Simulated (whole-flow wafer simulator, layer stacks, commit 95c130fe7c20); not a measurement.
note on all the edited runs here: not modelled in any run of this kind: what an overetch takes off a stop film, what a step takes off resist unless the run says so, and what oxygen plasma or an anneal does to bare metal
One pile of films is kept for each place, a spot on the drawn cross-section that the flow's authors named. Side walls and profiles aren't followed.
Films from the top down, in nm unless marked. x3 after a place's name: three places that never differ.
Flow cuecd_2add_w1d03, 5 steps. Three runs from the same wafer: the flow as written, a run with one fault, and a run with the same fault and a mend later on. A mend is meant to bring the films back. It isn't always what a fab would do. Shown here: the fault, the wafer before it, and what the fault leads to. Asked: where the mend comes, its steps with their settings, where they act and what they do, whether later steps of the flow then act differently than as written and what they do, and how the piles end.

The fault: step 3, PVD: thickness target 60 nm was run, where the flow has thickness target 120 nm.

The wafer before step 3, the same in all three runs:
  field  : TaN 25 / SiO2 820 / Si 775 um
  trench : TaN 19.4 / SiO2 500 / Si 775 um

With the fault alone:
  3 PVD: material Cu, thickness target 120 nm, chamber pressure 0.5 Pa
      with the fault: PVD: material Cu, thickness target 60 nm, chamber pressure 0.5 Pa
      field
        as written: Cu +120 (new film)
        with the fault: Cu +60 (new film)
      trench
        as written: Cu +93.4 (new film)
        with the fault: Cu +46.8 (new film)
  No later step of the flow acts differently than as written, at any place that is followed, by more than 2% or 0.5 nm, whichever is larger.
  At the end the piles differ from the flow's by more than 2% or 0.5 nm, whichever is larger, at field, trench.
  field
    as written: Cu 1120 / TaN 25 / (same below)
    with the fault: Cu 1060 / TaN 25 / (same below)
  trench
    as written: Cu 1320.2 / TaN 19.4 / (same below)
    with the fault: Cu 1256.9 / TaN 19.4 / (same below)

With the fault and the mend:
  The mend comes after step 3.
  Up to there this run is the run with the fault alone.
  3a PVD: material Cu, thickness target 60 nm, chamber pressure 0.5 Pa (the flow's step 3 once more, with other settings)
      field
        Cu +60
      trench
        Cu +45.6
  No later step of the flow acts differently than as written, at any place that is followed, by more than 2% or 0.5 nm, whichever is larger.
  At the end the piles differ from the flow's only slightly at the places that both follow, by at most 2% or 0.5 nm, whichever is larger.
